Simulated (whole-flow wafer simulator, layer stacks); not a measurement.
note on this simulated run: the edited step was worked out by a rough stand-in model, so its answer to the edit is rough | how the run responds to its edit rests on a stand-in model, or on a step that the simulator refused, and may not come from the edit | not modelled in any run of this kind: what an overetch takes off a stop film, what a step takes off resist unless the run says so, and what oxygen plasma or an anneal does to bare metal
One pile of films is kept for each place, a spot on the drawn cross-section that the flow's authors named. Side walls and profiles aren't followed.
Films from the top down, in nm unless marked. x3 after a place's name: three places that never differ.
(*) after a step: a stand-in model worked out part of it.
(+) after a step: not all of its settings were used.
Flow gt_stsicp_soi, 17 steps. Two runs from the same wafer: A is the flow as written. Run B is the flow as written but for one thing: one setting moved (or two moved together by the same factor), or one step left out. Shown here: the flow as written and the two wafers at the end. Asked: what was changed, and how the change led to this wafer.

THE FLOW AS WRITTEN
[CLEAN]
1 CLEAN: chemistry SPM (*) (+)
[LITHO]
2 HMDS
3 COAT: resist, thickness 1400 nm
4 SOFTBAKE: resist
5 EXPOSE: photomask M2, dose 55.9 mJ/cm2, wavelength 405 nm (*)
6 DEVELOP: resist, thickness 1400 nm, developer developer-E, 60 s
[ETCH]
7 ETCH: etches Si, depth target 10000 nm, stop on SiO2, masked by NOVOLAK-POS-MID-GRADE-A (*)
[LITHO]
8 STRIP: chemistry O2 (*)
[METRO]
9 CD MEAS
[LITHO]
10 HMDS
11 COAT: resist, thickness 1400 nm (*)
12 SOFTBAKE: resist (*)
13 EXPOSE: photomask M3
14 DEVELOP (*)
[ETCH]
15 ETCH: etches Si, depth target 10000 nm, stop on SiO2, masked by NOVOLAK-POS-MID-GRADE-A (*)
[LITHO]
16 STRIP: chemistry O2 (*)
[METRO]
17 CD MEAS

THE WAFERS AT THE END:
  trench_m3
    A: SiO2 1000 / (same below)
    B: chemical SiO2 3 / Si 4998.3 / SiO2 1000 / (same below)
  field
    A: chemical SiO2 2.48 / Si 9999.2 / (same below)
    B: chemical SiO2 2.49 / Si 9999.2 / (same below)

The cause: step 15, ETCH: depth target 5000 nm was run, where the flow has depth target 10000 nm.

How the change led to this, step by step:
  15 ETCH: etches Si, depth target 10000 nm, stop on SiO2, masked by NOVOLAK-POS-MID-GRADE-A (*)
      trench_m3: A chemical SiO2 -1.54 (all of it), Si -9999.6 (all of it) | B chemical SiO2 -1.54 (all of it), Si -5000
      field, trench_m2: A resist -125 | B resist -62.5
  16 STRIP: chemistry O2 (*)
      trench_m3: A nothing | B chemical SiO2 +3 (new film), Si -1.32
      field: A resist -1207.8 (all of it), chemical SiO2 +0.94, Si -0.41 | B resist -1270.3 (all of it), chemical SiO2 +0.94, Si -0.42
